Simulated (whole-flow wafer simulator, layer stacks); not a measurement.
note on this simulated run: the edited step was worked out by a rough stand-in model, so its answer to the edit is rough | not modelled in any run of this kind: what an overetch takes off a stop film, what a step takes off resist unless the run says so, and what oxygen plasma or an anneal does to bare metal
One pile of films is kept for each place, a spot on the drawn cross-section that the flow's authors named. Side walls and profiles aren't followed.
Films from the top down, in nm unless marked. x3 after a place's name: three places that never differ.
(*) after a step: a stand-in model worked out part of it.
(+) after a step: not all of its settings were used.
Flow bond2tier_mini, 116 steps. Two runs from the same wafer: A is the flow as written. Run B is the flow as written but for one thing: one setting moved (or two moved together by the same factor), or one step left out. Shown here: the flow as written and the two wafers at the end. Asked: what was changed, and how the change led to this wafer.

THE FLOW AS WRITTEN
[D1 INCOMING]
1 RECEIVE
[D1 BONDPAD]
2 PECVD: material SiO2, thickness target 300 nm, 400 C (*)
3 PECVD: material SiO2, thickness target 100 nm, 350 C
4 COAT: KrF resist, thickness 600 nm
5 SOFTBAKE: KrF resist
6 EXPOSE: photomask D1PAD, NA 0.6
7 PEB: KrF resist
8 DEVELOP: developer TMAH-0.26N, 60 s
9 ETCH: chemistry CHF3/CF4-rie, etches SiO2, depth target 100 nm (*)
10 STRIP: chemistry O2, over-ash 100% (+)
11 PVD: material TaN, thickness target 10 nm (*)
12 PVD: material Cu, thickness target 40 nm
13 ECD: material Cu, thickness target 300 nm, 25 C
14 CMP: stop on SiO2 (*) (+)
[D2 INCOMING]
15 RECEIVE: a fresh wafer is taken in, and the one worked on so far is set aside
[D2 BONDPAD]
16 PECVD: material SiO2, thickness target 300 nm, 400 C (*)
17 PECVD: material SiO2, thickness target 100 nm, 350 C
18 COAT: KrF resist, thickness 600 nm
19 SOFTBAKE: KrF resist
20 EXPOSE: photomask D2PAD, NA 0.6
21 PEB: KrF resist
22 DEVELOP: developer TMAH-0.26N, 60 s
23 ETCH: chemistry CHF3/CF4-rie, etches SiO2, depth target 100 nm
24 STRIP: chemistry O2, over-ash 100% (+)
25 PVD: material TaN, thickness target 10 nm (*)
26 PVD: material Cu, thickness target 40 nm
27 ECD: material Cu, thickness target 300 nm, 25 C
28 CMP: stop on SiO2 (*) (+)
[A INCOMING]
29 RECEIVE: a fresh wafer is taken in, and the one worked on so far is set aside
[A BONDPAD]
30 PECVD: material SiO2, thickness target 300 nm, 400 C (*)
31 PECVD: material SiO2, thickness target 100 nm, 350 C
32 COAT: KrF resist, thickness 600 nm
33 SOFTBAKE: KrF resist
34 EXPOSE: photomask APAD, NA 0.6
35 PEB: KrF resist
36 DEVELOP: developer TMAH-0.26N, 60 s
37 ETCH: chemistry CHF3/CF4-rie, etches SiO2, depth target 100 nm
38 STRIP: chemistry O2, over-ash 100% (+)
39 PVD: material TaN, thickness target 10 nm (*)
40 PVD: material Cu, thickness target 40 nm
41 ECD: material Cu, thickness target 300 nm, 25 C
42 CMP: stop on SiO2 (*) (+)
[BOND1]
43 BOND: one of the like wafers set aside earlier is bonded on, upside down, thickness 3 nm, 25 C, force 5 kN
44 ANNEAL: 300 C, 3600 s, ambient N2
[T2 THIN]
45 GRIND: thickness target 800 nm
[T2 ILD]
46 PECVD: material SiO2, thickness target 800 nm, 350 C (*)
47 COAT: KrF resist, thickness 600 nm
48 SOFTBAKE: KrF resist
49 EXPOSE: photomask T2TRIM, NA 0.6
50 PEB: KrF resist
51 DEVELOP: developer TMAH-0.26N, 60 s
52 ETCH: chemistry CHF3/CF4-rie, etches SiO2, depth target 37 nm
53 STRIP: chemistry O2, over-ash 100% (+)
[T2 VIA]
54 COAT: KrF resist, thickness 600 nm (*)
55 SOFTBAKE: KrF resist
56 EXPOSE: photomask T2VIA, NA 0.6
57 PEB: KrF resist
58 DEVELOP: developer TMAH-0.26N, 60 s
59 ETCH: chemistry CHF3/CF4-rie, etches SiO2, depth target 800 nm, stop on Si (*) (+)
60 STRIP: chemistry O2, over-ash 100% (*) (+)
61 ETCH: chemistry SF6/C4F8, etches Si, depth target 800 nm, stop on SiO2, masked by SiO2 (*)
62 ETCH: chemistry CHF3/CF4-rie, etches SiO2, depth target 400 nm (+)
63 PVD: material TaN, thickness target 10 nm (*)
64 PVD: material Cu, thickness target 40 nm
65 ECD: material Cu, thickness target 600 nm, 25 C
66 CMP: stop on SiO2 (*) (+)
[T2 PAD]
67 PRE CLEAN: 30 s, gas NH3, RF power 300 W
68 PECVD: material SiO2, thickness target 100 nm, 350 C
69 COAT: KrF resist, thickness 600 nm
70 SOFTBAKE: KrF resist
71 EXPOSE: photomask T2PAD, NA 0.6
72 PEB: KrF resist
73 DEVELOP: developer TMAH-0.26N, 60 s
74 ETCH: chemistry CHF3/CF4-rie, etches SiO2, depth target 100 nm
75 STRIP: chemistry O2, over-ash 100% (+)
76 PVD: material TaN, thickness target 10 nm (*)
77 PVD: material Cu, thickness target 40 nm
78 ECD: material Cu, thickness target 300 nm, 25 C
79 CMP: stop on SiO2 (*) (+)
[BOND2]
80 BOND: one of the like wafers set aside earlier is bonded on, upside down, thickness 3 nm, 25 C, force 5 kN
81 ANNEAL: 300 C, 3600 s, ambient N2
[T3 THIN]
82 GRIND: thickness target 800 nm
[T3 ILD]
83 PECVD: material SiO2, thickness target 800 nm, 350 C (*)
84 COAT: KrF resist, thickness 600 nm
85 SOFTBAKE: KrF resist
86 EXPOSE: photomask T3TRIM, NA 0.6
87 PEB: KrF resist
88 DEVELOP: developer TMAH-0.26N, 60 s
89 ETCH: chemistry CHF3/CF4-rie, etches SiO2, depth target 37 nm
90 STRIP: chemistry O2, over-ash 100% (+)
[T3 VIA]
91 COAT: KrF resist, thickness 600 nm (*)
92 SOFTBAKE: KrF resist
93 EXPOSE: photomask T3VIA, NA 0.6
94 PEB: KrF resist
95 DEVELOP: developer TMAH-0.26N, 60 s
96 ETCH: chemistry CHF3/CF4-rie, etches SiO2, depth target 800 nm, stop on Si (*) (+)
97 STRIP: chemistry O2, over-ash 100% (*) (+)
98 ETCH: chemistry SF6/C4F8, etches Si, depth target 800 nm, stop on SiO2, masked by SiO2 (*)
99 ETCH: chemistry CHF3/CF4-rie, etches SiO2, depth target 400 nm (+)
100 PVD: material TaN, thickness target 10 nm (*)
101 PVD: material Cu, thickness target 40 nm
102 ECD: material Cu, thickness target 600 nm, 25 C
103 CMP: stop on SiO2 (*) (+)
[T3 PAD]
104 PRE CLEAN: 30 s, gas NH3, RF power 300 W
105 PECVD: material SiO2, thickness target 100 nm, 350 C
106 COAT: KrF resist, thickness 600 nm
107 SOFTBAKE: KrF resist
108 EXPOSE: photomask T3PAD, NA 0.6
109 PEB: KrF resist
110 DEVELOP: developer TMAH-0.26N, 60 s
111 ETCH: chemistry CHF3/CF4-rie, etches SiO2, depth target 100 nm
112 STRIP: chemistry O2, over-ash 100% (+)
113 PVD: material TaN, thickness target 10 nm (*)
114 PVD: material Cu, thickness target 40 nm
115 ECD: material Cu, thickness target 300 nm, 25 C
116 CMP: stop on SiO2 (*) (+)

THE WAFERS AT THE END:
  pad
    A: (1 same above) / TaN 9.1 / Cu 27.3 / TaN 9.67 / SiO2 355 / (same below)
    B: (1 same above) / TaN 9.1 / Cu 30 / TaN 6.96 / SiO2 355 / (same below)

The cause: step 100, PVD: thickness target 7.2 nm was run, where the flow has thickness target 10 nm.

How the change led to this, step by step:
  100 PVD: material TaN, thickness target 10 nm (*)
      field: A TaN +10 (new film) | B TaN +7.2 (new film)
      pad: A TaN +9.67 (new film) | B TaN +6.96 (new film)
  103 CMP: stop on SiO2 (*) (+)
      field: A Cu -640 (all of it), TaN -10 (all of it) | B Cu -640 (all of it), TaN -7.2 (all of it)
